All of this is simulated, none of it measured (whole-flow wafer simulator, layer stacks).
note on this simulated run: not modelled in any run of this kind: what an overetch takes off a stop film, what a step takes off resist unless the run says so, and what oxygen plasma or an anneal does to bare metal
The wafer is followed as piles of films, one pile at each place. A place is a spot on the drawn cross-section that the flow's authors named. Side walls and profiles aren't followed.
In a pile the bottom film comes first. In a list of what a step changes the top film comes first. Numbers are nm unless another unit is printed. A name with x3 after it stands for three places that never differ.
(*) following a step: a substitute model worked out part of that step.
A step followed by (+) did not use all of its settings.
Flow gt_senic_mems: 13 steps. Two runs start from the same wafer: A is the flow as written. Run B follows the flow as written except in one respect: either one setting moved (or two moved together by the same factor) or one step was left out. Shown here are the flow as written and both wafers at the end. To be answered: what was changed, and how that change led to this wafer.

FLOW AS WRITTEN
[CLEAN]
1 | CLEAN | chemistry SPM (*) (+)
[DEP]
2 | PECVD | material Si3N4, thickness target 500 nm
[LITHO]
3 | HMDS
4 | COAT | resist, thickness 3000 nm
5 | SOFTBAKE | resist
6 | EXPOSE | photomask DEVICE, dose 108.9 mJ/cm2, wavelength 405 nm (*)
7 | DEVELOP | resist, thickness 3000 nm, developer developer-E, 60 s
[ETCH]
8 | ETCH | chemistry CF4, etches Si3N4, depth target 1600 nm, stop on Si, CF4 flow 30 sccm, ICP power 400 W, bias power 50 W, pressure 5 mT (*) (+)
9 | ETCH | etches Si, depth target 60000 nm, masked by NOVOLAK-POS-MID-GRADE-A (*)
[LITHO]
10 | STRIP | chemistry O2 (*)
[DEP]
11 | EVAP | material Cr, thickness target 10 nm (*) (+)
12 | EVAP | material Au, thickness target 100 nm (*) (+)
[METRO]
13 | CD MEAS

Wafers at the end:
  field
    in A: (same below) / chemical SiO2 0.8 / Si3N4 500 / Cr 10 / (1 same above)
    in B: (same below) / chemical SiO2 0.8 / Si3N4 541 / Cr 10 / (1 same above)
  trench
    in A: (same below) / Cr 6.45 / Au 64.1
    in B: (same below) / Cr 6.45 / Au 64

What caused this: step 2, PECVD: thickness target 541 nm was run, while the flow as written has thickness target 500 nm.
The wafer itself shows it: field has Si3N4 541, and step 2 as written asks for 500 nm.

Step by step, how the change led to this:
  2 | PECVD | material Si3N4, thickness target 500 nm
      field, trench: A Si3N4 gains 500 (new film) | B Si3N4 gains 541 (new film)
  8 | ETCH | chemistry CF4, etches Si3N4, depth target 1600 nm, stop on Si, CF4 flow 30 sccm, ICP power 400 W, bias power 50 W, pressure 5 mT (*) (+)
      field: A resist loses 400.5 | B resist loses 427.9
      trench: A Si3N4 loses 500 (all of it), chemical SiO2 loses 0.8 (all of it) | B Si3N4 loses 541 (all of it), chemical SiO2 loses 0.8 (all of it)
